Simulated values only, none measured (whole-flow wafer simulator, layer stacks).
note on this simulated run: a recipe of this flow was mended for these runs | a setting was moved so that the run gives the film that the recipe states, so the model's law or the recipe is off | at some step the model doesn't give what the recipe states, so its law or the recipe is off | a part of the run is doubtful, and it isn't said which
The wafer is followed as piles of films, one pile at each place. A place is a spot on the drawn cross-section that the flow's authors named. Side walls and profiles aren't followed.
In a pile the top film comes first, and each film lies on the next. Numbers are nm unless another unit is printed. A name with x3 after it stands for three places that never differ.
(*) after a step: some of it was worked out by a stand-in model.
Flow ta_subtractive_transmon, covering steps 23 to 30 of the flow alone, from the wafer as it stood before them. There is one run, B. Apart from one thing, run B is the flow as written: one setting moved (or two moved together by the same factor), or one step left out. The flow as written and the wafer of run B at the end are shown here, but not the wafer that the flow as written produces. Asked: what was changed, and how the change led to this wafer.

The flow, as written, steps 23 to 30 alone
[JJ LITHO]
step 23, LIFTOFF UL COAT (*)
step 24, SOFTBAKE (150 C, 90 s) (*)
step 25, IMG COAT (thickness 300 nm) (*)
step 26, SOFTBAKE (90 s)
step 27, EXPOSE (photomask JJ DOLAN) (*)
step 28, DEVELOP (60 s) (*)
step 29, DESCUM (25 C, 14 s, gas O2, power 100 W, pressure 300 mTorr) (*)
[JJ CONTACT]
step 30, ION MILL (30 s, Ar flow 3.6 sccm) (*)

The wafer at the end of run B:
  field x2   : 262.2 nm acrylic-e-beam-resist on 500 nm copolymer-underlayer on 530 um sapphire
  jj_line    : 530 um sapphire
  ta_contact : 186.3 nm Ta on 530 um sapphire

What caused this: step 30, ION MILL: 40.8 s was run, though the flow has 30 s.

Step by step, how the change led to this:
  step 30, ION MILL (30 s, Ar flow 3.6 sccm) (*)
      field x2, ta_pad: -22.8 acrylic-e-beam-resist (in the flow as written it would be: -16.8 acrylic-e-beam-resist)
      jj_line, lead: -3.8 sapphire (in the flow as written it would be: -2.8 sapphire)
      (also at 1 further place)
